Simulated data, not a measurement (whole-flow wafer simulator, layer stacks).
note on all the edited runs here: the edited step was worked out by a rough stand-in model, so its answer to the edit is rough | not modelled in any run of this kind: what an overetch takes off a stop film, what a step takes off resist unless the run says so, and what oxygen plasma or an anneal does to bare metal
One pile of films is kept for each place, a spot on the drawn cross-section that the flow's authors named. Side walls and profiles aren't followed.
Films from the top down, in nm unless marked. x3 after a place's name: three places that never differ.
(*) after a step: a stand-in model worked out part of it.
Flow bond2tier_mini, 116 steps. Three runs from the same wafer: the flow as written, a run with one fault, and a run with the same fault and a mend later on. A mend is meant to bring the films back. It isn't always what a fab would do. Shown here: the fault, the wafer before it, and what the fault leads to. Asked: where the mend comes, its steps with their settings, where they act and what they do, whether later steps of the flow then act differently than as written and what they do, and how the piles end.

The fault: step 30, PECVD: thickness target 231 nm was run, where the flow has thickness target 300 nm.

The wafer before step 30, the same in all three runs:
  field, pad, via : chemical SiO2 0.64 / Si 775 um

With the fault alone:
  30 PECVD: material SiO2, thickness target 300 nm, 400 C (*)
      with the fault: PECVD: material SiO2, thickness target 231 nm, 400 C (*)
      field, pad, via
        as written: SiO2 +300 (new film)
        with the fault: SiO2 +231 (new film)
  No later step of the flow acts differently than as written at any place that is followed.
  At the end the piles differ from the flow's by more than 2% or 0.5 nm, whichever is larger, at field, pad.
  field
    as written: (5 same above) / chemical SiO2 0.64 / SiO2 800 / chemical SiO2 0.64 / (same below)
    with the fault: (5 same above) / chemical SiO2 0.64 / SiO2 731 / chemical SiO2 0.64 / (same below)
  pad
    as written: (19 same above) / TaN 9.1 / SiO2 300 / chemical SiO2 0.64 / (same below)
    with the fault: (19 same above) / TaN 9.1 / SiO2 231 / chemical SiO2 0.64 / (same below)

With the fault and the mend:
  The mend comes after step 30.
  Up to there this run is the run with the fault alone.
  30a PECVD: material SiO2, thickness target 69 nm, 400 C (the flow's step 30 once more, with other settings)
      field, pad, via
        SiO2 +69
  No later step of the flow acts differently than as written at any place that is followed.
  At the end the piles are the same as the flow's at every place that both follow.
